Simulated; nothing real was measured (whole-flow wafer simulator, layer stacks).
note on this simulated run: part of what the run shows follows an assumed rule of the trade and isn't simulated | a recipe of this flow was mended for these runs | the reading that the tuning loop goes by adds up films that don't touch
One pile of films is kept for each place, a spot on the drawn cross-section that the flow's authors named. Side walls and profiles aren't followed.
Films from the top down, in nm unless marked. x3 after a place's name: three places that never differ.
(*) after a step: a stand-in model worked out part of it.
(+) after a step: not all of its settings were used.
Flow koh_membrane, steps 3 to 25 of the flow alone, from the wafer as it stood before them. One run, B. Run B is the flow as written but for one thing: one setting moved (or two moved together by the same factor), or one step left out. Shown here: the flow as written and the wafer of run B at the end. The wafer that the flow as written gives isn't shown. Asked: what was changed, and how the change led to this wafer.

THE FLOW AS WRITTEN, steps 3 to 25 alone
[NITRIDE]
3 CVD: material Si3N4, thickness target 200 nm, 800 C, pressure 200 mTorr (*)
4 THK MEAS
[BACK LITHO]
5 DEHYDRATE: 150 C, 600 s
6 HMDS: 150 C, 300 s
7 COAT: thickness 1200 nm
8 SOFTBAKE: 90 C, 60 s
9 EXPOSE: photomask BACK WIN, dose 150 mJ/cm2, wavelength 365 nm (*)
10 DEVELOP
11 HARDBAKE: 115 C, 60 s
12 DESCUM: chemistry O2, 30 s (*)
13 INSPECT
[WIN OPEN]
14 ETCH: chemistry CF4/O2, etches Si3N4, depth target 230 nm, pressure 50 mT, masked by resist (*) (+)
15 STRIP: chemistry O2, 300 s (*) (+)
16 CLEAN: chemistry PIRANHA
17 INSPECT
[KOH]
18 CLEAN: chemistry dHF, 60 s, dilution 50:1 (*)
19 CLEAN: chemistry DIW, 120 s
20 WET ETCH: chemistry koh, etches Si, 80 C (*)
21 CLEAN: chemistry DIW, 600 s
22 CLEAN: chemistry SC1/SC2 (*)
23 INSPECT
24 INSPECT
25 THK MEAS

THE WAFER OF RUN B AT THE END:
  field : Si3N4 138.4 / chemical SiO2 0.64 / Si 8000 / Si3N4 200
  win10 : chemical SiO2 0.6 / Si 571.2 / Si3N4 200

The cause: step 3, CVD: thickness target 140 nm was run, where the flow has thickness target 200 nm.

How the change led to this, step by step:
  3 CVD: material Si3N4, thickness target 200 nm, 800 C, pressure 200 mTorr (*)
      field, win20 x4, win10: Si3N4 +140 (new film) (as written it would be: Si3N4 +200 (new film))
  14 ETCH: chemistry CF4/O2, etches Si3N4, depth target 230 nm, pressure 50 mT, masked by resist (*) (+)
      win20 x4, win10: Si3N4 -140 (all of it), chemical SiO2 -0.64 (all of it), Si -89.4 (as written it would be: Si3N4 -200 (all of it), chemical SiO2 -0.64 (all of it), Si -29.4)
